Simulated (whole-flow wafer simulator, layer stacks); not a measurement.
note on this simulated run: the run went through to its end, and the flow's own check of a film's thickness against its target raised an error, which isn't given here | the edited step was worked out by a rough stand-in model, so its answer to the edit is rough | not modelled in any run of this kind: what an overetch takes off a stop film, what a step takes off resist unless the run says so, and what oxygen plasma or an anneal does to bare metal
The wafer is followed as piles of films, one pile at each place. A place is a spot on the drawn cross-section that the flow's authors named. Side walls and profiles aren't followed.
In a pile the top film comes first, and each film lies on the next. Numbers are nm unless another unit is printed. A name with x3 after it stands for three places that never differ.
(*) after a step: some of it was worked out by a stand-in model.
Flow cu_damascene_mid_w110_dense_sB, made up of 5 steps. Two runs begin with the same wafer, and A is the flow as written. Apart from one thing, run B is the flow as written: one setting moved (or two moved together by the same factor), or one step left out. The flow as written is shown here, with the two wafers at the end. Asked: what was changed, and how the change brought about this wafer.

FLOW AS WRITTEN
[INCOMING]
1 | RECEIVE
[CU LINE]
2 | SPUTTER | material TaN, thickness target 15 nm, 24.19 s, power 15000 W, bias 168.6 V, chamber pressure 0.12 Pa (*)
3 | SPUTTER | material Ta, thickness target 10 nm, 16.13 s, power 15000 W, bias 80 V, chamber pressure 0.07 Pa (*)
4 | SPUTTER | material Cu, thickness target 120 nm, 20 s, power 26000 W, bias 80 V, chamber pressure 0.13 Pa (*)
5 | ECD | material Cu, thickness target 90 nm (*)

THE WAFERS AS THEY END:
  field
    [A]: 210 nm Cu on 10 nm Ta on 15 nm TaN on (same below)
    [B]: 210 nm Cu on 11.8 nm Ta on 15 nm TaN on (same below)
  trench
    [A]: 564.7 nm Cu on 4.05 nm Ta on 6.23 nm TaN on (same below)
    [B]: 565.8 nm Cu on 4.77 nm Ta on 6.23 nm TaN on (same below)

Cause: step 3, SPUTTER: thickness target 11.8 nm was run, while the flow as written has thickness target 10 nm; step 3, SPUTTER: 18.95 s was run, where the flow has 16.13 s.
The wafer itself shows it: field has Ta 11.8, and step 3 as written asks for 10 nm.

How this came from the change, step by step:
  3 | SPUTTER | material Ta, thickness target 10 nm, 16.13 s, power 15000 W, bias 80 V, chamber pressure 0.07 Pa (*)
      field: A Ta gains 10 (new film) | B Ta gains 11.8 (new film)
      trench: A Ta gains 4.05 (new film) | B Ta gains 4.77 (new film)
